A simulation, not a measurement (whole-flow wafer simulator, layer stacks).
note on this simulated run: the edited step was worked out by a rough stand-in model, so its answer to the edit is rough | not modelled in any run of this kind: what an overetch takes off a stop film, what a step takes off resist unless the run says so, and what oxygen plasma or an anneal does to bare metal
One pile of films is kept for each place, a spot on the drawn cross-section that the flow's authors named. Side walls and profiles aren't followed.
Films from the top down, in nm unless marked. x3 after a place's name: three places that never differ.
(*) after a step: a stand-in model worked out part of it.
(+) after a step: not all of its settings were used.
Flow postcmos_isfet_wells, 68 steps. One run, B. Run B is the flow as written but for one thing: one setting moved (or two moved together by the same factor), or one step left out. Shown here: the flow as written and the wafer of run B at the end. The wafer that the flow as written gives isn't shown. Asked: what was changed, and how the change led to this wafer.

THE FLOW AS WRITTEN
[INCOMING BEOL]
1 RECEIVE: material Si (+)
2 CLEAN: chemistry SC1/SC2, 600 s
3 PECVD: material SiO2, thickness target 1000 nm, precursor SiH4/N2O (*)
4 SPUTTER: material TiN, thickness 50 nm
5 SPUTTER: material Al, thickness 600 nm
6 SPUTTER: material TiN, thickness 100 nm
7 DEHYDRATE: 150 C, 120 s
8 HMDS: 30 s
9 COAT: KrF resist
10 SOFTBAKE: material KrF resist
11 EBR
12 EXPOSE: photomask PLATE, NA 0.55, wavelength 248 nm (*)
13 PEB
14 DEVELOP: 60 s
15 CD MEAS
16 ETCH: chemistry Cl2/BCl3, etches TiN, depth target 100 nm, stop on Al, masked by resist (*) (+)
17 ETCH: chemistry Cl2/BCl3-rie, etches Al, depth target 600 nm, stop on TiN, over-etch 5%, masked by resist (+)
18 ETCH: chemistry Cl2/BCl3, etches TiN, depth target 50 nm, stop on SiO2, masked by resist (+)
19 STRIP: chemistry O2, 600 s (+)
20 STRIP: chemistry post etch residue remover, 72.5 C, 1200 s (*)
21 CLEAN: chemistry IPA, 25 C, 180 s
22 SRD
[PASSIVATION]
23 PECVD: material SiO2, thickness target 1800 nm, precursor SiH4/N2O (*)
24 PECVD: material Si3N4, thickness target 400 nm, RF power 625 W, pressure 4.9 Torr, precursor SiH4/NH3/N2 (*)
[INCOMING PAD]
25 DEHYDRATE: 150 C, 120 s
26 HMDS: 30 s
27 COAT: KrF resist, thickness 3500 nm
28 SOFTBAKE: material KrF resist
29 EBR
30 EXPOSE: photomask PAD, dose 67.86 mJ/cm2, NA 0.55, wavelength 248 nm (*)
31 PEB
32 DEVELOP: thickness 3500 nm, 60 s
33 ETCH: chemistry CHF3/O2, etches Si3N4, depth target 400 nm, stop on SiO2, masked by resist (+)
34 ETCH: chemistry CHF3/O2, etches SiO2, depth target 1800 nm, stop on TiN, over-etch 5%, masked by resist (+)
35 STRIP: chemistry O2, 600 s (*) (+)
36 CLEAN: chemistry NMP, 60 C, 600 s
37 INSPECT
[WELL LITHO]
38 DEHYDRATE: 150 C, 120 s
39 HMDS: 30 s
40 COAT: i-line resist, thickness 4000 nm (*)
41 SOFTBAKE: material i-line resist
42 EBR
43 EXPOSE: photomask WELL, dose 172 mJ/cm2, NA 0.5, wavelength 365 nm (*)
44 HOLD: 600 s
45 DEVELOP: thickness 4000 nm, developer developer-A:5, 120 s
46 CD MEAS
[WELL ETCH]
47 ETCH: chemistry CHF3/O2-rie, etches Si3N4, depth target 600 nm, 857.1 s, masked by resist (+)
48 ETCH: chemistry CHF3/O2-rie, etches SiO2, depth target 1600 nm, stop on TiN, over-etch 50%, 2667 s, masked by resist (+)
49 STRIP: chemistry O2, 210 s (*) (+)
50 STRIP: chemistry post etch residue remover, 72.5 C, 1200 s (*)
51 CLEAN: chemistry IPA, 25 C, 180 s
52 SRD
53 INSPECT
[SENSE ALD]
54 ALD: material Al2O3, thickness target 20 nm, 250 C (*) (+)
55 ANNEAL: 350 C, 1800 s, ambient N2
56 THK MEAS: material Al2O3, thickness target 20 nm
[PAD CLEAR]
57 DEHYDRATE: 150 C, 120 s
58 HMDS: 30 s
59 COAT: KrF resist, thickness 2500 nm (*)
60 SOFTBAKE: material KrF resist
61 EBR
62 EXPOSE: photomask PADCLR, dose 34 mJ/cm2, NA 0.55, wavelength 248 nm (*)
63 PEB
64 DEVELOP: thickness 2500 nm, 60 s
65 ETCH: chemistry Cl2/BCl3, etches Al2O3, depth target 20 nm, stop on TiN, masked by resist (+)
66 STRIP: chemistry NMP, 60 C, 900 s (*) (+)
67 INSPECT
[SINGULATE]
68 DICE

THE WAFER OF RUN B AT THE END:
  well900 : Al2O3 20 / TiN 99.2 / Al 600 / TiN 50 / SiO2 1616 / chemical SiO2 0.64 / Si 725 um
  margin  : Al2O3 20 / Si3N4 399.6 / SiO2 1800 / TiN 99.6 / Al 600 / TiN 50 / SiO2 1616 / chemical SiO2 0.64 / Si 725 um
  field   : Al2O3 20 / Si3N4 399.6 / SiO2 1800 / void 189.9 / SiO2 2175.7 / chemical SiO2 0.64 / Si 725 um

The cause: step 3, PECVD: thickness target 1616 nm was run, where the flow has thickness target 1000 nm.
It can be read off the wafer: well900 has SiO2 1616, and step 3 as written asks for 1000 nm.

How the change led to this, step by step:
  3 PECVD: material SiO2, thickness target 1000 nm, precursor SiH4/N2O (*)
      field, margin, well900, well1300 x3, pad_rim, pad_clr, pad_open: SiO2 +1616 (new film) (as written it would be: SiO2 +1000 (new film))
